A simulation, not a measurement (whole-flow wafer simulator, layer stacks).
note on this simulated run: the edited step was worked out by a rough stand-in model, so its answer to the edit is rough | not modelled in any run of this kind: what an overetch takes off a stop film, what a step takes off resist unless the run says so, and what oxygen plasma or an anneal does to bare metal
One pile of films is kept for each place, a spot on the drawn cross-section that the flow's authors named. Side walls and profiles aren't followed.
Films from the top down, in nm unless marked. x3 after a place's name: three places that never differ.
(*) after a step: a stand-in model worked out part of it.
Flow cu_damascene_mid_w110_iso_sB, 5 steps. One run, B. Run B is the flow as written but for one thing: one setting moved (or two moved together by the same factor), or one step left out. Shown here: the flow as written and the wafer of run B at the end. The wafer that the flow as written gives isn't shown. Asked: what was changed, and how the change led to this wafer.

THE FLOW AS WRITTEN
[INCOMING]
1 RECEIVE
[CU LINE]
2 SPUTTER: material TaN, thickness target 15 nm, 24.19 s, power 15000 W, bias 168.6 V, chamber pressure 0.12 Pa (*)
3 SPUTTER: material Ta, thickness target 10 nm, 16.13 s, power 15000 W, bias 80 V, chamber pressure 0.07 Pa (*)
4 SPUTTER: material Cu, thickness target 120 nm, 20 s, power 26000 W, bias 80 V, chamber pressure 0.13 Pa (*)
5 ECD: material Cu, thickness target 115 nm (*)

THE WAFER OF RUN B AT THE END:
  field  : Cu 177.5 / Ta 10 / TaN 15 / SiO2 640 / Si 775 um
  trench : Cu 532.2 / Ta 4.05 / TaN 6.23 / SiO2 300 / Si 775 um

The cause: step 5, ECD: thickness target 57.5 nm was run, where the flow has thickness target 115 nm.

How the change led to this, step by step:
  5 ECD: material Cu, thickness target 115 nm (*)
      field: Cu +57.5 (as written it would be: Cu +115)
      trench: Cu +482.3 (as written it would be: Cu +539.8)
